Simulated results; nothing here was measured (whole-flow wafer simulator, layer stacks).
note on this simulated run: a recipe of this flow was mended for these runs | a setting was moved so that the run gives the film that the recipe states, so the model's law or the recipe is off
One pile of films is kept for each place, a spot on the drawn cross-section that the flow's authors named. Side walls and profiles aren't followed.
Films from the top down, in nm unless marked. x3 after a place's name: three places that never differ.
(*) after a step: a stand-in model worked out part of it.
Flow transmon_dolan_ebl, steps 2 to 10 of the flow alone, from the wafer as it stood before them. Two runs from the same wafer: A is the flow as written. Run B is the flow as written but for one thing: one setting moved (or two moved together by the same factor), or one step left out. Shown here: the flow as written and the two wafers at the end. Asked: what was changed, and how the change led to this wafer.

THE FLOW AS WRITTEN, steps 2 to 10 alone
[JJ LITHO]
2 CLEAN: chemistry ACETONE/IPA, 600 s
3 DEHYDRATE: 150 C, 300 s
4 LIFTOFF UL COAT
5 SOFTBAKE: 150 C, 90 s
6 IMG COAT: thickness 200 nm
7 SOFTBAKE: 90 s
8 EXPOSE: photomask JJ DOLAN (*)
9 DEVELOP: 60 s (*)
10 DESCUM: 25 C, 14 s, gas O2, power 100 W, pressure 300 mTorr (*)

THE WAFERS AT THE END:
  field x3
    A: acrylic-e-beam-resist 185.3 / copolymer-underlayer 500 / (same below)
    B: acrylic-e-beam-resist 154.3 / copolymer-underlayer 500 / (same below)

The cause: step 6, IMG COAT: thickness 169 nm was run, where the flow has thickness 200 nm.

How the change led to this, step by step:
  6 IMG COAT: thickness 200 nm
      field x3, jj_line: A acrylic-e-beam-resist +200 (new film) | B acrylic-e-beam-resist +169 (new film)
  9 DEVELOP: 60 s (*)
      jj_line: A acrylic-e-beam-resist -200 (all of it), copolymer-underlayer -500 (all of it) | B acrylic-e-beam-resist -169 (all of it), copolymer-underlayer -500 (all of it)
